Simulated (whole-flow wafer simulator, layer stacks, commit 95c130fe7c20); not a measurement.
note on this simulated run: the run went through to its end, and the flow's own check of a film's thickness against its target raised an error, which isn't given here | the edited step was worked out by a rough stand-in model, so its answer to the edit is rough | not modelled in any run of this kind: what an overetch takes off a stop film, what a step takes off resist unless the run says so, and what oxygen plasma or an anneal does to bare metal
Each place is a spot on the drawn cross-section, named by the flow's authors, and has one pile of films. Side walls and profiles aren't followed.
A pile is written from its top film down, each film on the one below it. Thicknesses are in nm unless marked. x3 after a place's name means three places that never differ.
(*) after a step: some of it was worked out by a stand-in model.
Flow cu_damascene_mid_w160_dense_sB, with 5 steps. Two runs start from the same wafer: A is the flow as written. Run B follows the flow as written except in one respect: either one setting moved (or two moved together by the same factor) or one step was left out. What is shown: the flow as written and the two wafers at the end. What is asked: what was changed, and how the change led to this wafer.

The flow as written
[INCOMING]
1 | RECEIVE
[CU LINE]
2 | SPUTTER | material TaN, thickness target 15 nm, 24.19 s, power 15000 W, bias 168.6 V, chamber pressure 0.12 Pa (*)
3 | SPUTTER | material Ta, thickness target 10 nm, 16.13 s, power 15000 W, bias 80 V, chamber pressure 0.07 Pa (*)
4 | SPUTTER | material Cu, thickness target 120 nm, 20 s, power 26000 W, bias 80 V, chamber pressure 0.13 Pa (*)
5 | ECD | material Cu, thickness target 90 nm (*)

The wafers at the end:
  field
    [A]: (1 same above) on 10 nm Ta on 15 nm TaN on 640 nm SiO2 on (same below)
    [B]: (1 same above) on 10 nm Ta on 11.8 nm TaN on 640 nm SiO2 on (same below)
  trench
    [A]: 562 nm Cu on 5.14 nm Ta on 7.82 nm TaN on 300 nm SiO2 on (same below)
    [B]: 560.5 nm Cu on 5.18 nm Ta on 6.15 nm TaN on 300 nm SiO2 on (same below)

The reason: step 2, SPUTTER: power 11820 W was run, while the flow as written has power 15000 W.

How this came from the change, step by step:
  2 | SPUTTER | material TaN, thickness target 15 nm, 24.19 s, power 15000 W, bias 168.6 V, chamber pressure 0.12 Pa (*)
      field: A TaN gains 15 (new film) | B TaN gains 11.8 (new film)
      trench: A TaN gains 7.82 (new film) | B TaN gains 6.15 (new film)
